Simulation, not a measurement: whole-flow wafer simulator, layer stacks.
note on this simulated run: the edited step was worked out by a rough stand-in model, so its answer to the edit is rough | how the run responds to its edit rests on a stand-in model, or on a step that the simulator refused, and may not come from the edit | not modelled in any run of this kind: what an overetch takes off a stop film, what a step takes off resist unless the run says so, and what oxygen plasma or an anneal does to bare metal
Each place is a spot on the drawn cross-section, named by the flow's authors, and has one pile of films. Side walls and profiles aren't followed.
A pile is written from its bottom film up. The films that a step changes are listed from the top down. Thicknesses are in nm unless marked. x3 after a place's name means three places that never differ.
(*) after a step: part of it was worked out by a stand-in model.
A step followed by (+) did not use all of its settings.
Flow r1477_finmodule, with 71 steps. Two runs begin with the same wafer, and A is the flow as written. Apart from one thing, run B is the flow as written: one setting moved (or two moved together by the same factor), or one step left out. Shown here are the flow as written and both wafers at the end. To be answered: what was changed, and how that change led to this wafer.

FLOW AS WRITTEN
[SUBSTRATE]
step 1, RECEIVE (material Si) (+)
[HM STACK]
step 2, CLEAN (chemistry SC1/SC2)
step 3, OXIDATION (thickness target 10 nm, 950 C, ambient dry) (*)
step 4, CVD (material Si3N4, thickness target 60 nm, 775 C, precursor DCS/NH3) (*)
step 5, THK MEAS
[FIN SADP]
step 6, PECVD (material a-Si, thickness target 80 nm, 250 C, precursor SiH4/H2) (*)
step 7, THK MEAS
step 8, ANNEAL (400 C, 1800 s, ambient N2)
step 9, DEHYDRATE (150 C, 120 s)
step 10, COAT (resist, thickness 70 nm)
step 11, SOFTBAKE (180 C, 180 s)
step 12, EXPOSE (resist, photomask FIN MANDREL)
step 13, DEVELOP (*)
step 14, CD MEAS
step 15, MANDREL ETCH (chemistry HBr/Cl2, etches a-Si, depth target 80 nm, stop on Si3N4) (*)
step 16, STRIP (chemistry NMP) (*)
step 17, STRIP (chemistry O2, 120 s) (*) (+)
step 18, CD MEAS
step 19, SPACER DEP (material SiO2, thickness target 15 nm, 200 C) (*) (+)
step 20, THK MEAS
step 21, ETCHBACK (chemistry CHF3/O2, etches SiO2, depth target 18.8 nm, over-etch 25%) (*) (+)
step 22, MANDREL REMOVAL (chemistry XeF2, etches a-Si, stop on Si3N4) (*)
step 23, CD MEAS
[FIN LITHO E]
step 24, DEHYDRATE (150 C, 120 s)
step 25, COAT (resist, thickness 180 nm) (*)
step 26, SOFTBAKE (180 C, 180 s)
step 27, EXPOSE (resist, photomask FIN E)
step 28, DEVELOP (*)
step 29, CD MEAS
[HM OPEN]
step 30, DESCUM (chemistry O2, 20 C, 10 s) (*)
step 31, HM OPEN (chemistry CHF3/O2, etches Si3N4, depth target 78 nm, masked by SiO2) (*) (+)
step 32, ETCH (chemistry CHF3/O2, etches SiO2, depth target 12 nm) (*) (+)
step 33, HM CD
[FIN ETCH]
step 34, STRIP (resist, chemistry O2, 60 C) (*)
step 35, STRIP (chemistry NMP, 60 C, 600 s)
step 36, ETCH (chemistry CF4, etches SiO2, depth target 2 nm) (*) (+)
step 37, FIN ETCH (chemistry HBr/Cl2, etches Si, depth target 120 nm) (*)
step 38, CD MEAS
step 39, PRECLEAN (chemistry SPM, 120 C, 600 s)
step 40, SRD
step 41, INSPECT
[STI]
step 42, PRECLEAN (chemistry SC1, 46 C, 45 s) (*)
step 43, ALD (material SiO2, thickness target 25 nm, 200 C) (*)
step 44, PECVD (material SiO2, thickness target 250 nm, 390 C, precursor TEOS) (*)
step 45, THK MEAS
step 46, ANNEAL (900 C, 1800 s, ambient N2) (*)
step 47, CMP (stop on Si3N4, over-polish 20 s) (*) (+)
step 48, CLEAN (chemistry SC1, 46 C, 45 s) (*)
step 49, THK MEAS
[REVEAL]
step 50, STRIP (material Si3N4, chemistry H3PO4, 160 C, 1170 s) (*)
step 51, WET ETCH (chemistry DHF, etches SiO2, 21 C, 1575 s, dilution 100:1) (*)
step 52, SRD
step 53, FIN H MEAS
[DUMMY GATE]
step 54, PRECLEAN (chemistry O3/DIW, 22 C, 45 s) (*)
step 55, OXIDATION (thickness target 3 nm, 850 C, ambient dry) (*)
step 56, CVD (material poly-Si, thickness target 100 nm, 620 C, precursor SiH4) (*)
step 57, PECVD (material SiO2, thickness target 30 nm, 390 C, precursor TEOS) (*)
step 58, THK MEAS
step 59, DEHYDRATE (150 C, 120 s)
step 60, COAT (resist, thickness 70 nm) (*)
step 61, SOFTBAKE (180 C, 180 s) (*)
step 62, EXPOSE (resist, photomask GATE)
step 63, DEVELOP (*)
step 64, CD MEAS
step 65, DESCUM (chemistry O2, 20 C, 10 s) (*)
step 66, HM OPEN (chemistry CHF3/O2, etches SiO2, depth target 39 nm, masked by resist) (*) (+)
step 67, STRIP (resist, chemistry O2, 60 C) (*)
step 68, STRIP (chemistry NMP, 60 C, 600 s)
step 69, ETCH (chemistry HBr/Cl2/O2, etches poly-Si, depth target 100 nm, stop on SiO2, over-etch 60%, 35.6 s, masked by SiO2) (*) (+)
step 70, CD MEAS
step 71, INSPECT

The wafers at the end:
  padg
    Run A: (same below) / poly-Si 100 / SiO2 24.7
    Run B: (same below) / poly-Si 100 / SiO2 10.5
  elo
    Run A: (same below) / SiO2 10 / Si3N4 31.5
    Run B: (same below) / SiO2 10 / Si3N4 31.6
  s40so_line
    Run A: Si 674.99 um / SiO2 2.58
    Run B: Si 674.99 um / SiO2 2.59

What caused this: step 57, PECVD: thickness target 15.8 nm was run, whereas the flow has thickness target 30 nm.

Step by step, how the change led to this:
  step 57, PECVD (material SiO2, thickness target 30 nm, 390 C, precursor TEOS) (*)
      pad, padg, elg and 33 more: A SiO2 gains 30 (new film) | B SiO2 gains 15.8 (new film)
  step 66, HM OPEN (chemistry CHF3/O2, etches SiO2, depth target 39 nm, masked by resist) (*) (+)
      pad, elo, eso and 15 more: A SiO2 loses 30 (all of it), poly-Si loses 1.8 | B SiO2 loses 15.8 (all of it), poly-Si loses 1.58
      padg, elg, esg and 15 more: A resist loses 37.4 | B resist loses 22.7
  step 67, STRIP (resist, chemistry O2, 60 C) (*)
      padg, elg, esg: A resist loses 15.9 (all of it) | B resist loses 30.6 (all of it)
      e40lg, e100lg, e200lg: A resist loses 12.8 (all of it) | B resist loses 27.4 (all of it)
      (and at 12 other places as well)
